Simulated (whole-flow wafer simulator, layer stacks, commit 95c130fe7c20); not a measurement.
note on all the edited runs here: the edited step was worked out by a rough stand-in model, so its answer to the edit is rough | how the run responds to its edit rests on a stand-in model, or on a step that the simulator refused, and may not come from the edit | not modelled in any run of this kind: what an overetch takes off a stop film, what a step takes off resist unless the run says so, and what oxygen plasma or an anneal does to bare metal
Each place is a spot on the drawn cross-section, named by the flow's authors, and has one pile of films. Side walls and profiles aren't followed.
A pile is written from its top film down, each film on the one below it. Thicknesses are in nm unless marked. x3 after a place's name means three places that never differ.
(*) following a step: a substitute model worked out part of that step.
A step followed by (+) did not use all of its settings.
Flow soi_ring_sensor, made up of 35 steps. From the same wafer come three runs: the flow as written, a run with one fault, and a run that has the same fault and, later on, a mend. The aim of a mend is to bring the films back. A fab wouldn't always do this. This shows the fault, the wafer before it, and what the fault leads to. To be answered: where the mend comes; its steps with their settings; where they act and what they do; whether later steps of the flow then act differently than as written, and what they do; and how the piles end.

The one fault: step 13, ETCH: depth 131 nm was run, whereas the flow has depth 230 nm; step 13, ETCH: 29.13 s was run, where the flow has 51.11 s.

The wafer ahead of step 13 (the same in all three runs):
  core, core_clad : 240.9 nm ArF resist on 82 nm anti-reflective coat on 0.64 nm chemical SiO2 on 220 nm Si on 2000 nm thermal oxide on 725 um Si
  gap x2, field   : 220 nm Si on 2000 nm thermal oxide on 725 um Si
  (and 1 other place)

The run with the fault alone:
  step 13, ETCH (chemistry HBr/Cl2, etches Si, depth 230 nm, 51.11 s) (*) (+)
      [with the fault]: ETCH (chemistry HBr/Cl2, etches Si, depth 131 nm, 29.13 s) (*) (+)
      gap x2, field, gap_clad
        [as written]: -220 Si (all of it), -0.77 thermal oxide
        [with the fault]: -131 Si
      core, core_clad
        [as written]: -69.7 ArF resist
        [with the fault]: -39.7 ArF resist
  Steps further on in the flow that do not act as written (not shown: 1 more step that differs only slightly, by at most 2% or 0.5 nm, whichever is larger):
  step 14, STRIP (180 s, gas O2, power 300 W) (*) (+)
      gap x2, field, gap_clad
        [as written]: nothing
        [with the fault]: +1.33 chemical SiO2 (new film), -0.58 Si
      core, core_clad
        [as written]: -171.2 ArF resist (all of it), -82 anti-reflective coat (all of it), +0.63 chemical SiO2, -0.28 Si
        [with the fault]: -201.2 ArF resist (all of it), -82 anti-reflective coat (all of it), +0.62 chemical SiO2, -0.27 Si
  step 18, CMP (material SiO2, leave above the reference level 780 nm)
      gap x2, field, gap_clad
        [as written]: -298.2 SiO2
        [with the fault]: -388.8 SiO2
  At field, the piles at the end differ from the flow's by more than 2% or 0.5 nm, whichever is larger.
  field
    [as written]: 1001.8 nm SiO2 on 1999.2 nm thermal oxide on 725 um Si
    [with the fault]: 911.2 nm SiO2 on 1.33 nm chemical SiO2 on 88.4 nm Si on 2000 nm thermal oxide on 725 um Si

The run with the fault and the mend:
  The mend follows step 13.
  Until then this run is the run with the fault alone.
  step 13a, ETCH (chemistry HBr/Cl2, etches Si, depth 99 nm, 22 s) (*) (+) (the flow's step 13, run once more with other settings)
      gap x2, field, gap_clad
        -89 Si (all of it), -0.77 thermal oxide
      core, core_clad
        -30 ArF resist
  None of the later steps of the flow acts differently than as written at any place that is followed.
  At every place that both follow, the piles at the end match the flow's.
